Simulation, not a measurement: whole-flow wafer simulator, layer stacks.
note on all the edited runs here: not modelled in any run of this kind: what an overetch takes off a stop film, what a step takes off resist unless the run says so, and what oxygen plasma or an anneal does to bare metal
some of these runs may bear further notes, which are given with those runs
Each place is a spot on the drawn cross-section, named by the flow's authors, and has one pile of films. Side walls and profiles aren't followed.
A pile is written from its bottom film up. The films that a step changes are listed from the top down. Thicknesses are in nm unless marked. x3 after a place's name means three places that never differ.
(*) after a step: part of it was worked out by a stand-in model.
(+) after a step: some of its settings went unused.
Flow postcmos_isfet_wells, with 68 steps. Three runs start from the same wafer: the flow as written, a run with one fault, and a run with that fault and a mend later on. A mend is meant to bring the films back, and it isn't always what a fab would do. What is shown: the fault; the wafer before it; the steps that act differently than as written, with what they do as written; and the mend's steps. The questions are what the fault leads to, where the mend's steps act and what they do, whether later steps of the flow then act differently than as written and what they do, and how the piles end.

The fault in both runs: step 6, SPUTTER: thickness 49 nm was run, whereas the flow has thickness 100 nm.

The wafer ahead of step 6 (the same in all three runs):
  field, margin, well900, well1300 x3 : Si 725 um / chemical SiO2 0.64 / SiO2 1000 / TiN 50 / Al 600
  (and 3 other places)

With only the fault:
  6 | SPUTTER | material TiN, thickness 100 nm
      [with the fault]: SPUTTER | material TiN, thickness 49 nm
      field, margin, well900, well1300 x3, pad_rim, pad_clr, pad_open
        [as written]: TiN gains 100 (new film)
        [with the fault]: TiN gains 49 (new film)
  Later steps of the flow acting differently than as written (1 other step is not shown; it differs only slightly, by no more than 2% or 0.5 nm, whichever is larger):
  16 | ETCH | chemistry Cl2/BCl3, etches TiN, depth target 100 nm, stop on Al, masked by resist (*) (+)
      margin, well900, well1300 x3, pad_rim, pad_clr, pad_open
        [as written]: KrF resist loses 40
        [with the fault]: KrF resist loses 29.4
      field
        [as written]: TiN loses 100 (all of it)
        [with the fault]: TiN loses 49 (all of it)
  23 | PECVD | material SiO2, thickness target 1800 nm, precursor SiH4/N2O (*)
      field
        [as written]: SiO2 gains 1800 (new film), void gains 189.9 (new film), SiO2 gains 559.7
        [with the fault]: SiO2 gains 1800 (new film), void gains 152.1 (new film), SiO2 gains 546.5
  The piles end different from the flow's at field, margin, well900, well1300 x3, pad_rim, pad_clr, pad_open by more than 2% or 0.5 nm, whichever is larger.
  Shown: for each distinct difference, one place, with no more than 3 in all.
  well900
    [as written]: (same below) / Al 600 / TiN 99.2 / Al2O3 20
    [with the fault]: (same below) / Al 600 / TiN 48.2 / Al2O3 20
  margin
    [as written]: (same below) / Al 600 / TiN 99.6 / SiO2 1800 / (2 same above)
    [with the fault]: (same below) / Al 600 / TiN 48.6 / SiO2 1800 / (2 same above)
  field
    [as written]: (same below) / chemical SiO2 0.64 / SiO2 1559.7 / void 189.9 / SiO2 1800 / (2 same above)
    [with the fault]: (same below) / chemical SiO2 0.64 / SiO2 1546.5 / void 152.1 / SiO2 1800 / (2 same above)

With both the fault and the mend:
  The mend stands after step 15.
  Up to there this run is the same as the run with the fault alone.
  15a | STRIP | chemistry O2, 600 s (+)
      margin, well900, well1300 x3, pad_rim, pad_clr, pad_open
        KrF resist loses 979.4 (all of it)
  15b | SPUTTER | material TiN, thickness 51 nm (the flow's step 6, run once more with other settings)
      field, margin, well900, well1300 x3, pad_rim, pad_clr, pad_open
        TiN gains 51
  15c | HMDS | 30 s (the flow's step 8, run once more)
      leaves every film unchanged at each place that is followed
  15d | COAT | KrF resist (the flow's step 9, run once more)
      field, margin, well900, well1300 x3, pad_rim, pad_clr, pad_open
        KrF resist gains 1000 (new film)
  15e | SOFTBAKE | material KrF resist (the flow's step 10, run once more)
      leaves every film unchanged at each place that is followed
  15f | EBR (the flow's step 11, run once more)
      leaves every film unchanged at each place that is followed
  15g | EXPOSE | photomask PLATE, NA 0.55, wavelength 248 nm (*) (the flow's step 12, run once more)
      leaves every film unchanged at each place that is followed
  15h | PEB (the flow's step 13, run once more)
      field, margin, well900, well1300 x3, pad_rim, pad_clr, pad_open
        KrF resist loses 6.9
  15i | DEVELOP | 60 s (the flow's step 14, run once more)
      margin, well900, well1300 x3, pad_rim, pad_clr, pad_open
        KrF resist loses 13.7
      field
        KrF resist loses 993.1 (all of it)
  None of the later steps of the flow acts differently than as written at any place that is followed.
  By the end, the piles equal the flow's at every place that both follow.
